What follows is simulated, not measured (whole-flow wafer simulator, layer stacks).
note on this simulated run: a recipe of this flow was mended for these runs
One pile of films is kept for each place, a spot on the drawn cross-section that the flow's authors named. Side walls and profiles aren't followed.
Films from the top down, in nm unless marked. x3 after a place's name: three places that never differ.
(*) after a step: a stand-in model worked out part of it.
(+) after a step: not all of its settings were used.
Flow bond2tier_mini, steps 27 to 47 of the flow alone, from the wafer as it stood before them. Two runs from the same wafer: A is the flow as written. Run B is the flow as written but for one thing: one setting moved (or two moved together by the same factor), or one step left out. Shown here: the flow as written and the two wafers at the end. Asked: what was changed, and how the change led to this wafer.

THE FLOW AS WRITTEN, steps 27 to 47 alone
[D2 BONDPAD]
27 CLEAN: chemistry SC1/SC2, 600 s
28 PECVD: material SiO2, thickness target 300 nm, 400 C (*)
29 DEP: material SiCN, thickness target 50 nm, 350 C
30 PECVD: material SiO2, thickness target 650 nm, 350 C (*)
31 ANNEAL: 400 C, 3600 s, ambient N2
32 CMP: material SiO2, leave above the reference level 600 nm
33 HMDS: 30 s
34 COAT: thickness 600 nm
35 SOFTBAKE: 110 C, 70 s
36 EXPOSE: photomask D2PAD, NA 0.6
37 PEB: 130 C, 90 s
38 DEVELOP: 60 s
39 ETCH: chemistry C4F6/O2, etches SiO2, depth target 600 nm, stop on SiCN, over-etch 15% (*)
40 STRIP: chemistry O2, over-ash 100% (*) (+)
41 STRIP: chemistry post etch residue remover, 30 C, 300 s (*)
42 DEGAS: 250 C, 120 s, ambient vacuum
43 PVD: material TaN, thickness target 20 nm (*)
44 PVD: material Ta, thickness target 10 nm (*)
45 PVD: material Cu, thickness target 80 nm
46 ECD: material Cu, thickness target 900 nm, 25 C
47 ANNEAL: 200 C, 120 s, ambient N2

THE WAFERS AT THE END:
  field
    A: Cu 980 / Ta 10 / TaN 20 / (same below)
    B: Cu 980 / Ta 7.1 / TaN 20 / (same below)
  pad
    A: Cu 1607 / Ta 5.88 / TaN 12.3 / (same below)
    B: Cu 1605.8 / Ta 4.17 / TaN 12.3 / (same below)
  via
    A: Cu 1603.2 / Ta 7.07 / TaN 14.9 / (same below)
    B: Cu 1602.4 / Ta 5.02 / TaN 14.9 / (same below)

The cause: step 44, PVD: thickness target 7.1 nm was run, where the flow has thickness target 10 nm.
It can be read off the wafer: field has Ta 7.1, and step 44 as written asks for 10 nm.

How the change led to this, step by step:
  44 PVD: material Ta, thickness target 10 nm (*)
      field: A Ta +10 (new film) | B Ta +7.1 (new film)
      pad: A Ta +5.88 (new film) | B Ta +4.17 (new film)
      (and at 1 more place)
